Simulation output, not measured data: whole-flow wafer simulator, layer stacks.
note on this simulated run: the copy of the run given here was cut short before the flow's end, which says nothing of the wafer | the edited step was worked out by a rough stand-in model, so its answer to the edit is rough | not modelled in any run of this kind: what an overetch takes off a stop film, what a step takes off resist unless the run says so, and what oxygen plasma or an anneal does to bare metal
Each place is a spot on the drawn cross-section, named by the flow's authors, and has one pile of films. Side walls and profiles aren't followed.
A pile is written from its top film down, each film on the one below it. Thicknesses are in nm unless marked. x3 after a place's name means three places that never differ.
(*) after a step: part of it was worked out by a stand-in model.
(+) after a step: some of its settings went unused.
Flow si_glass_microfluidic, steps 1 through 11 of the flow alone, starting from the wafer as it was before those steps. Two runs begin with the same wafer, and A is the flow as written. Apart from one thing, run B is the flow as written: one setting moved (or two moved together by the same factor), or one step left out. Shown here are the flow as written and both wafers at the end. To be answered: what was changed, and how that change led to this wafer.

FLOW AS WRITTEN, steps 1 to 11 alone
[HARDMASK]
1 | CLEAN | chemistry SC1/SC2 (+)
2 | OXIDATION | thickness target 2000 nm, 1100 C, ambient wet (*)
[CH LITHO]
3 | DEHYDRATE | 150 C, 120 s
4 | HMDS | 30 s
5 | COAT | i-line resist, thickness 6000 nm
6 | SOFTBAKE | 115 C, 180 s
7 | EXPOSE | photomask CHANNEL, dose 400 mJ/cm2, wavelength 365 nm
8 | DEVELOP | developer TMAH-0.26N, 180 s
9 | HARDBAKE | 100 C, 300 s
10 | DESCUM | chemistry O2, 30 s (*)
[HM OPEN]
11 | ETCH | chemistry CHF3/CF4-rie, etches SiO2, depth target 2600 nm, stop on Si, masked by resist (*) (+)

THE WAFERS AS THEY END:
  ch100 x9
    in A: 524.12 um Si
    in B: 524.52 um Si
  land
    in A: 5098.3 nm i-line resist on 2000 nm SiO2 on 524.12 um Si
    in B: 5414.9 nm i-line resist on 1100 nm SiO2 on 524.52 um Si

Cause: step 2, OXIDATION: thickness target 1100 nm was run, while the flow as written has thickness target 2000 nm.
The wafer lets one read it off: land has SiO2 1100, and step 2 as written asks for 2000 nm.

Step by step, how the change led to this:
  2 | OXIDATION | thickness target 2000 nm, 1100 C, ambient wet (*)
      land, ch100 x9: A +2000 SiO2 (new film), -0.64 chemical SiO2 (all of it), -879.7 Si | B +1100 SiO2 (new film), -0.64 chemical SiO2 (all of it), -483.7 Si
  11 | ETCH | chemistry CHF3/CF4-rie, etches SiO2, depth target 2600 nm, stop on Si, masked by resist (*) (+)
      ch100 x9: A -2000 SiO2 (all of it) | B -1100 SiO2 (all of it)
      land: A -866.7 i-line resist | B -550 i-line resist
